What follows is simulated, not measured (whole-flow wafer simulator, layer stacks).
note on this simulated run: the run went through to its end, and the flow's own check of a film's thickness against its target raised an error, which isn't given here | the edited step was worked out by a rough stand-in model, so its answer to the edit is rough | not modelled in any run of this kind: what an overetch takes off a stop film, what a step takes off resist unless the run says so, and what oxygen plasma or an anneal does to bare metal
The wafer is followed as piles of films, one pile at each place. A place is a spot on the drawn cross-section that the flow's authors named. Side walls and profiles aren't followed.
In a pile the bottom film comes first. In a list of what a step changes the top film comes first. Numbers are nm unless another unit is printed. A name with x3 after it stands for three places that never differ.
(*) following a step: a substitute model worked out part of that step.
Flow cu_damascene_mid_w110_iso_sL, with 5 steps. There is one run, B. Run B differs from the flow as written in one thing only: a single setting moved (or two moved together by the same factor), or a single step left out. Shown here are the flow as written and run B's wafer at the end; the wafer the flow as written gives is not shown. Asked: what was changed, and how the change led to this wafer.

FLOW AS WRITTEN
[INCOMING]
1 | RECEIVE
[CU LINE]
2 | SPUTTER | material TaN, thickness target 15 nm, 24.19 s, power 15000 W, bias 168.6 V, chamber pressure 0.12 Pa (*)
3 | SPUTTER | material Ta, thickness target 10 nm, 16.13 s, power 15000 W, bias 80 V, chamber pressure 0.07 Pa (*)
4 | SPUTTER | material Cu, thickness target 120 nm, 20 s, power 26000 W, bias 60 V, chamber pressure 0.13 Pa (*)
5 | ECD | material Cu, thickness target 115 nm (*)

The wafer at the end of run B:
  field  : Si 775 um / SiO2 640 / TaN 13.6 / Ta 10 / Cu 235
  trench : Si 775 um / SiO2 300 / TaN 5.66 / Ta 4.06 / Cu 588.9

The reason: step 2, SPUTTER: power 13620 W was run, whereas the flow has power 15000 W.

How this came from the change, step by step:
  2 | SPUTTER | material TaN, thickness target 15 nm, 24.19 s, power 15000 W, bias 168.6 V, chamber pressure 0.12 Pa (*)
      field: +13.6 TaN (new film) (in the flow as written it would be: +15 TaN (new film))
      trench: +5.66 TaN (new film) (in the flow as written it would be: +6.23 TaN (new film))
